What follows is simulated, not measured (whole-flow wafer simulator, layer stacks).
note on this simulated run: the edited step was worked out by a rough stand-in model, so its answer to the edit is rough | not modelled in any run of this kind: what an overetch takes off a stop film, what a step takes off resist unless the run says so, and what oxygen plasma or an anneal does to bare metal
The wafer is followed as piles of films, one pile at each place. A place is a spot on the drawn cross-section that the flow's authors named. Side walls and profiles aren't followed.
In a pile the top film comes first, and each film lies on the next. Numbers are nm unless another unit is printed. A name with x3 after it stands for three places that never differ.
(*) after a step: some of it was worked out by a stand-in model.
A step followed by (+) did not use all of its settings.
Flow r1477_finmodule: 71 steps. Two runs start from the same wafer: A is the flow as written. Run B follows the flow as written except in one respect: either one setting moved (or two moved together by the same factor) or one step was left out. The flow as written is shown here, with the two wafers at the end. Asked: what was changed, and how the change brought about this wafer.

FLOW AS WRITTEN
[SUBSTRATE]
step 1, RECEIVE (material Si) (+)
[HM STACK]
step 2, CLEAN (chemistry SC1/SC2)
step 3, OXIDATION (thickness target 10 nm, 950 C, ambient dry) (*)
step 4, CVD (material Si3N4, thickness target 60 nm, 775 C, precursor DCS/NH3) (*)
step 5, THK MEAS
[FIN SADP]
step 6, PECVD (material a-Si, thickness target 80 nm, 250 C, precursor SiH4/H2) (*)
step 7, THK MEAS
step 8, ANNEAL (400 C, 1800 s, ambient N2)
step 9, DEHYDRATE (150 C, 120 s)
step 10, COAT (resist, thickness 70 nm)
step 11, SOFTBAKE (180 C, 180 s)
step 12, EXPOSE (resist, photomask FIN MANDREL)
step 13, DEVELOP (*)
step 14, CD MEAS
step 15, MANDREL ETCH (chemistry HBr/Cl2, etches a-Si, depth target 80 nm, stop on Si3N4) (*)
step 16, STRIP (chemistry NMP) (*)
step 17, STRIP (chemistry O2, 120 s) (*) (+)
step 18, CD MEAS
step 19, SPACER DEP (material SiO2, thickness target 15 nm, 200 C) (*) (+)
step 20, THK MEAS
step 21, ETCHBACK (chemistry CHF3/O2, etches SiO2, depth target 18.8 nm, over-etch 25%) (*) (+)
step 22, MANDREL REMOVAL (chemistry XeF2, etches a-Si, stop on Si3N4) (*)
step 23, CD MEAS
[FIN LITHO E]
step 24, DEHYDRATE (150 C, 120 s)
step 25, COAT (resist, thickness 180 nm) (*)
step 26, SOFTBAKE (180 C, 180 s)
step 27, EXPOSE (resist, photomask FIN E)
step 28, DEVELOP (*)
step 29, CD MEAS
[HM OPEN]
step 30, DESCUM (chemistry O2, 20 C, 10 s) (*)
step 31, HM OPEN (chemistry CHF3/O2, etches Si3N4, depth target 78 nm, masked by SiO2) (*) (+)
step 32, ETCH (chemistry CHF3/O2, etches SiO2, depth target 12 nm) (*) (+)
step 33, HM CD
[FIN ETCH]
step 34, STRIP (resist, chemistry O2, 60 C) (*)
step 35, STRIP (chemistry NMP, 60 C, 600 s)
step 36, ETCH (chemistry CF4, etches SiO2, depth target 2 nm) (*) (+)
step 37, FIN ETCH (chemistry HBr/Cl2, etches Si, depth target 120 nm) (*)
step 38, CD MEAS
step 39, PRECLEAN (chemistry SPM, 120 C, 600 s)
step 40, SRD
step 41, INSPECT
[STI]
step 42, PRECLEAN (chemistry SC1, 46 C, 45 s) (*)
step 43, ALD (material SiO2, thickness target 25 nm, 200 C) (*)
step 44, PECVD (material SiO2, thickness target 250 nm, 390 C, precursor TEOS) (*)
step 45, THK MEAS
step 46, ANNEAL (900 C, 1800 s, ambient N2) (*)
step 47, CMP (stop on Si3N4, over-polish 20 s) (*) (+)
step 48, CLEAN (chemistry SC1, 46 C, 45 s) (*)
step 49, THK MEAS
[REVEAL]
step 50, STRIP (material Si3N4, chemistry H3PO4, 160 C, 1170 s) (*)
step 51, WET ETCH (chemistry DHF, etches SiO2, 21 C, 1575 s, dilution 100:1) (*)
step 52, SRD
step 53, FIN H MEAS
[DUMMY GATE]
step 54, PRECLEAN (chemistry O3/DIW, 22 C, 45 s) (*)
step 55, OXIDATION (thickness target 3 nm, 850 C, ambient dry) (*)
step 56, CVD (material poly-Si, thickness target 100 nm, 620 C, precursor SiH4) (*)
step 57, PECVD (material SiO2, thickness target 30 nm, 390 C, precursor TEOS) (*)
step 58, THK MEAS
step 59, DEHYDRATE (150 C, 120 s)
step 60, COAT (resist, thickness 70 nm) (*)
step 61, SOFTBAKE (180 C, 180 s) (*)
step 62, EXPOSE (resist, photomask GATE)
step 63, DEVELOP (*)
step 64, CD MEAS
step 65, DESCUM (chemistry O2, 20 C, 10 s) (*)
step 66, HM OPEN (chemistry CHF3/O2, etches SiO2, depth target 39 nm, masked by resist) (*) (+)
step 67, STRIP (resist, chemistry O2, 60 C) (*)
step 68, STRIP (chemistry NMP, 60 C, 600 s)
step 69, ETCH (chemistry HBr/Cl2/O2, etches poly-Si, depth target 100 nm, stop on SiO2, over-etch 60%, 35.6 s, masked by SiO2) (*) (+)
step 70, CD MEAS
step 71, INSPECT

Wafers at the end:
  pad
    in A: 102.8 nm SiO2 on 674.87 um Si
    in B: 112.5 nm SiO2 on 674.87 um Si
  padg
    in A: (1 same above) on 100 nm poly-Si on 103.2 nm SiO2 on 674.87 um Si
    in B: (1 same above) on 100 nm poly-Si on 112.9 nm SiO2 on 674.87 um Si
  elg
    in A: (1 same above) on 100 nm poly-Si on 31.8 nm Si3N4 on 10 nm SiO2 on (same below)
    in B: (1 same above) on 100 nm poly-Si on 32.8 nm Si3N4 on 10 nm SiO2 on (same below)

What caused this: step 51, WET ETCH: 18.08 C was run, though the flow has 21 C.

The path from the change to this, step by step:
  step 51, WET ETCH (chemistry DHF, etches SiO2, 21 C, 1575 s, dilution 100:1) (*)
      pad, padg, e40sg and 12 more: A SiO2 loses 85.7 | B SiO2 loses 76
      elg, e40lg, e100lg, e200lg, elo, e40lo, e100lo, e200lo: A SiO2 loses 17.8 (all of it), Si3N4 loses 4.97 | B SiO2 loses 17.8 (all of it), Si3N4 loses 3.92
      (as well as at 7 more places)
  step 56, CVD (material poly-Si, thickness target 100 nm, 620 C, precursor SiH4) (*)
      s40cg, s40co: A poly-Si gains 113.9 (new film) | B poly-Si gains 105 (new film)
      s45cg, s45co: A poly-Si gains 113.4 (new film) | B poly-Si gains 104.4 (new film)
      (as well as at 3 more places)
  step 60, COAT (resist, thickness 70 nm) (*)
      e40sg, e40so: A resist gains 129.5 (new film) | B resist gains 121.3 (new film)
      e100sg, e100so: A resist gains 129.4 (new film) | B resist gains 121.2 (new film)
      (as well as at 9 more places)
  step 63, DEVELOP (*)
      eso: A resist loses 129.5 (all of it) | B resist loses 121.2 (all of it)
      e40so: A resist loses 129.5 (all of it) | B resist loses 121.3 (all of it)
      (as well as at 5 more places)
  step 67, STRIP (resist, chemistry O2, 60 C) (*)
      e40sg: A resist loses 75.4 (all of it) | B resist loses 67.1 (all of it)
      e100sg: A resist loses 75.3 (all of it) | B resist loses 67.1 (all of it)
      (as well as at 4 more places)
  step 69, ETCH (chemistry HBr/Cl2/O2, etches poly-Si, depth target 100 nm, stop on SiO2, over-etch 60%, 35.6 s, masked by SiO2) (*) (+)
      s40co: A chemical SiO2 loses 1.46 (all of it), poly-Si loses 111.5 (all of it), SiO2 loses 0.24 | B chemical SiO2 loses 1.41 (all of it), poly-Si loses 102.5 (all of it), SiO2 loses 0.29
      s45co: A chemical SiO2 loses 1.46 (all of it), poly-Si loses 110.9 (all of it), SiO2 loses 0.25 | B chemical SiO2 loses 1.41 (all of it), poly-Si loses 102 (all of it), SiO2 loses 0.29
      (as well as at 1 more place)
